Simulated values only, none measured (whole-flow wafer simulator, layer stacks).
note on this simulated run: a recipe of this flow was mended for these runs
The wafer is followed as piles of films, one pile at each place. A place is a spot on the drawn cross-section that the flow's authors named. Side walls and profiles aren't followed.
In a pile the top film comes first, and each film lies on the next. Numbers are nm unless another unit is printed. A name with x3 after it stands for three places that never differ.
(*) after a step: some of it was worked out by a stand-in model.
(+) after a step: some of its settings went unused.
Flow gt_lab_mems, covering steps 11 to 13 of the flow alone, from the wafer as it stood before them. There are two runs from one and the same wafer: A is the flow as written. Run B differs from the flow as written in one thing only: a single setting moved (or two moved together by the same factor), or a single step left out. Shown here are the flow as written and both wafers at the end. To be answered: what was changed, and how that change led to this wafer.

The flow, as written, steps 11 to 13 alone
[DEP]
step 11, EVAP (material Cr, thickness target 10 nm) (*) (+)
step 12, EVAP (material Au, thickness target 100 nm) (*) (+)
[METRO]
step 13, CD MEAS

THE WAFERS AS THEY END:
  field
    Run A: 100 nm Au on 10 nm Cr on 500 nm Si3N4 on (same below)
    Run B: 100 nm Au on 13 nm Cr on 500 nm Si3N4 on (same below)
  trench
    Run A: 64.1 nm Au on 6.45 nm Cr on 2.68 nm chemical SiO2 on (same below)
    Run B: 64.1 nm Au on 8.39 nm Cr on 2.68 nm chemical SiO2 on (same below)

Cause: step 11, EVAP: thickness target 13 nm was run, though the flow has thickness target 10 nm.
The wafer itself shows it: field has Cr 13, and step 11 as written asks for 10 nm.

The path from the change to this, step by step:
  step 11, EVAP (material Cr, thickness target 10 nm) (*) (+)
      field: A +10 Cr (new film) | B +13 Cr (new film)
      trench: A +6.45 Cr (new film) | B +8.39 Cr (new film)
